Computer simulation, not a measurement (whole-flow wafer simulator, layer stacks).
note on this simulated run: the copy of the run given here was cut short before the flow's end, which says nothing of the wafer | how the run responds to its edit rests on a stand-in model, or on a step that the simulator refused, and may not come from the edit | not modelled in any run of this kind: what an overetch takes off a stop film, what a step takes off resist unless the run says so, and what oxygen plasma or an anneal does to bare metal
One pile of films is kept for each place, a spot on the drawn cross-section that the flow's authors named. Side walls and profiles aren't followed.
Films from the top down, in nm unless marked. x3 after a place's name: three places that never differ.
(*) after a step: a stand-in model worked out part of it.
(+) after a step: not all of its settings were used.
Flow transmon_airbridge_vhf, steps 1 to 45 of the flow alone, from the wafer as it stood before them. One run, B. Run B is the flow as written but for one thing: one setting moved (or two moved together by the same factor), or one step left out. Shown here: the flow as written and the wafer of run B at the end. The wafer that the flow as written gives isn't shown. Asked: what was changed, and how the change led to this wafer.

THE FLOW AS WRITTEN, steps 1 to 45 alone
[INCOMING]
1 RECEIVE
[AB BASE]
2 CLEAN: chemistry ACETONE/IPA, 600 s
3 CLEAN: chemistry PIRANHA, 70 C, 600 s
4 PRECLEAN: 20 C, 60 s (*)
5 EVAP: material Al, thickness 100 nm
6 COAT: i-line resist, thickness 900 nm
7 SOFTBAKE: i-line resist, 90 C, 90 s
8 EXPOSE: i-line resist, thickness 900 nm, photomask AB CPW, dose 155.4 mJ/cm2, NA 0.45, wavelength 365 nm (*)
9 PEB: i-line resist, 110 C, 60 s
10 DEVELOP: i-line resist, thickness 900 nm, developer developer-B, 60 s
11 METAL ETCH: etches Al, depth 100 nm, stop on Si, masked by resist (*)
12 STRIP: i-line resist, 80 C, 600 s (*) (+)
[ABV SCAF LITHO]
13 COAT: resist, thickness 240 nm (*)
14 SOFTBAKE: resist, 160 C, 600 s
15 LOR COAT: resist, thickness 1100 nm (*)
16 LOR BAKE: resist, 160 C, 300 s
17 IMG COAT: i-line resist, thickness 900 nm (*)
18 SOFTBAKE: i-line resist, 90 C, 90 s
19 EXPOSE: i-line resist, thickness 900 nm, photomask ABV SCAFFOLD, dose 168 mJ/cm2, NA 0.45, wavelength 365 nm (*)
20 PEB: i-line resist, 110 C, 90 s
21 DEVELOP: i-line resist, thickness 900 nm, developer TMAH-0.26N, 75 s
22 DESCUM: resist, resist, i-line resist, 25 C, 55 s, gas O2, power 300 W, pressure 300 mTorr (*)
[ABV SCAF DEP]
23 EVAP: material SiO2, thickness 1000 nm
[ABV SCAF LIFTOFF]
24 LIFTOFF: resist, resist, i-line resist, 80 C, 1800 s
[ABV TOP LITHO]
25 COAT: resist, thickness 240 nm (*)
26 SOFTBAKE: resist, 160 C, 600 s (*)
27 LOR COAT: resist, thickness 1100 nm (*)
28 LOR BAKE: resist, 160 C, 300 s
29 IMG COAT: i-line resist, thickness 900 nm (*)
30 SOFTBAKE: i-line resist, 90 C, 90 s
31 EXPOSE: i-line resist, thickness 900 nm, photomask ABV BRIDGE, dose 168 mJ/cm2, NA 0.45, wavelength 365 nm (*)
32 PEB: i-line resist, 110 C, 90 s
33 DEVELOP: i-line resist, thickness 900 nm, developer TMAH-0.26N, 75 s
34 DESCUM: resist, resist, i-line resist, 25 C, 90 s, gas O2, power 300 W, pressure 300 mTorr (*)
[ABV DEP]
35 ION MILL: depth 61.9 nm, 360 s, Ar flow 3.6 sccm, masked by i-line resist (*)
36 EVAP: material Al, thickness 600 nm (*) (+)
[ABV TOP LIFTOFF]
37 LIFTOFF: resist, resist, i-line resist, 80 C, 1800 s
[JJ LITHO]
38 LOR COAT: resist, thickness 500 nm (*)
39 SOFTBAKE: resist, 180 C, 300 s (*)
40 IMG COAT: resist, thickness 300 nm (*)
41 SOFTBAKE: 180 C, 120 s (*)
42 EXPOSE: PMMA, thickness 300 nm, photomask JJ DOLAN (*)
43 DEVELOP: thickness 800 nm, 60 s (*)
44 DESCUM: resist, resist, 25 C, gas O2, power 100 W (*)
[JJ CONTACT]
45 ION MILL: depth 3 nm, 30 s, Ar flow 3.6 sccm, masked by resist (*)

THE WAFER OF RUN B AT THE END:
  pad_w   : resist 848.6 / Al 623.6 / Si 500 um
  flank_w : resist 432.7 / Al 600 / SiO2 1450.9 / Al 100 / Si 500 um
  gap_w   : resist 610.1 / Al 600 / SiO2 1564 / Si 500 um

The cause: step 23, EVAP: thickness 1600 nm was run, where the flow has thickness 1000 nm.

How the change led to this, step by step:
  23 EVAP: material SiO2, thickness 1000 nm
      field x3, jj_line, ground_far and 10 more: SiO2 +1600 (new film) (as written it would be: SiO2 +1000 (new film))
      flank_w, flank_e: SiO2 +1486.9 (new film) (as written it would be: SiO2 +929.3 (new film))
  24 LIFTOFF: resist, resist, i-line resist, 80 C, 1800 s
      field x3, jj_line, trace_open_s x2: SiO2 -1600 (all of it), i-line resist -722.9 (all of it), resist -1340 (all of it) (as written it would be: SiO2 -1000 (all of it), i-line resist -722.9 (all of it), resist -1340 (all of it))
      pad_w, pad_e: SiO2 -1600 (all of it), i-line resist -718 (all of it), resist -1330.2 (all of it) (as written it would be: SiO2 -1000 (all of it), i-line resist -718 (all of it), resist -1330.2 (all of it))
      (and at 1 more place)
  25 COAT: resist, thickness 240 nm (*)
      flank_w, flank_e: resist +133 (new film) (as written it would be: resist +152.6 (new film))
      gap_w, gap_e: resist +185.8 (new film) (as written it would be: resist +210.7 (new film))
      (and at 6 more places)
  27 LOR COAT: resist, thickness 1100 nm (*)
      gap_w, gap_e: resist +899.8 (as written it would be: resist +977.8)
      margin_s, margin_n: resist +697.4 (as written it would be: resist +823.4)
      (and at 6 more places)
  29 IMG COAT: i-line resist, thickness 900 nm (*)
      gap_w, gap_e: i-line resist +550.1 (new film) (as written it would be: i-line resist +681.7 (new film))
      margin_s, margin_n: i-line resist +417.1 (new film) (as written it would be: i-line resist +603.2 (new film))
      (and at 7 more places)
  32 PEB: i-line resist, 110 C, 90 s
      pad_w, pad_e: i-line resist -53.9 (as written it would be: i-line resist -51)
      flank_w, flank_e: i-line resist -32.1 (as written it would be: i-line resist -38.3)
      (and at 7 more places)
  33 DEVELOP: i-line resist, thickness 900 nm, developer TMAH-0.26N, 75 s
      gap_w, gap_e: i-line resist -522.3 (all of it), resist -899.8 (as written it would be: i-line resist -646.9 (all of it), resist -977.8)
      pad_w: i-line resist -987.9 (all of it), resist -1341.4 (as written it would be: i-line resist -937.2 (all of it), resist -1247.8)
      (and at 5 more places)
  34 DESCUM: resist, resist, i-line resist, 25 C, 90 s, gas O2, power 300 W, pressure 300 mTorr (*)
      flank_w, flank_e: resist -133 (all of it) (as written it would be: resist -152.6 (all of it))
      gap_w, gap_e: resist -185.8 (all of it) (as written it would be: resist -210.7 (all of it))
      (and at 4 more places)
  37 LIFTOFF: resist, resist, i-line resist, 80 C, 1800 s
      margin_s, margin_n: Al -600 (all of it), i-line resist -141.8 (all of it), resist -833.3 (all of it) (as written it would be: Al -600 (all of it), i-line resist -318.3 (all of it), resist -992 (all of it))
      ground_far: Al -600 (all of it), i-line resist -792.3 (all of it), resist -1399.8 (all of it) (as written it would be: Al -600 (all of it), i-line resist -717.9 (all of it), resist -1384.9 (all of it))
  38 LOR COAT: resist, thickness 500 nm (*)
      pad_w, pad_e: resist +558.9 (new film) (as written it would be: resist +517 (new film))
      flank_w, flank_e: resist +269.8 (new film) (as written it would be: resist +306.5 (new film))
      (and at 6 more places)
  40 IMG COAT: resist, thickness 300 nm (*)
      pad_w, pad_e: resist +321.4 (as written it would be: resist +300.1)
      flank_w, flank_e: resist +194.7 (as written it would be: resist +212.1)
      (and at 6 more places)
